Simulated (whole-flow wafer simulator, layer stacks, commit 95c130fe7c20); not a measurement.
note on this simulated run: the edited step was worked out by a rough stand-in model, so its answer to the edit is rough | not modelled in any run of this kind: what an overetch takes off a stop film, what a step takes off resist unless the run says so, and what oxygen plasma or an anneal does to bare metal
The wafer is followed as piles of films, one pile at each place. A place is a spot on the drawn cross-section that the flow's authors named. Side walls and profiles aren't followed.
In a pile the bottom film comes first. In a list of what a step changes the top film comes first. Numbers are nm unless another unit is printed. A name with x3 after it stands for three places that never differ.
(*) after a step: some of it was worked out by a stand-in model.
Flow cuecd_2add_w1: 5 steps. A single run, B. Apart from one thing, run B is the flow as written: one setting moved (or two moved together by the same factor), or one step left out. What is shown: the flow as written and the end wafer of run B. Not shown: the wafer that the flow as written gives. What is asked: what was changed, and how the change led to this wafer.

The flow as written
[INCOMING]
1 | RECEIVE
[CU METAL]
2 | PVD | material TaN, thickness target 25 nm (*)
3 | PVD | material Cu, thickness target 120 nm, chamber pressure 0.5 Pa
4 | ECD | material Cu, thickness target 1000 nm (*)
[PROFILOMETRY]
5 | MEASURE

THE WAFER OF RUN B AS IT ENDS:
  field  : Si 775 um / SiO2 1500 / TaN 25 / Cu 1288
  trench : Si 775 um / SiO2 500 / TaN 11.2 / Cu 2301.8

The reason: step 4, ECD: thickness target 1168 nm was run, whereas the flow has thickness target 1000 nm.

How this came from the change, step by step:
  4 | ECD | material Cu, thickness target 1000 nm (*)
      field: +1168 Cu (as written it would have been: +1000 Cu)
      trench: +2248.2 Cu (as written it would have been: +2080.2 Cu)
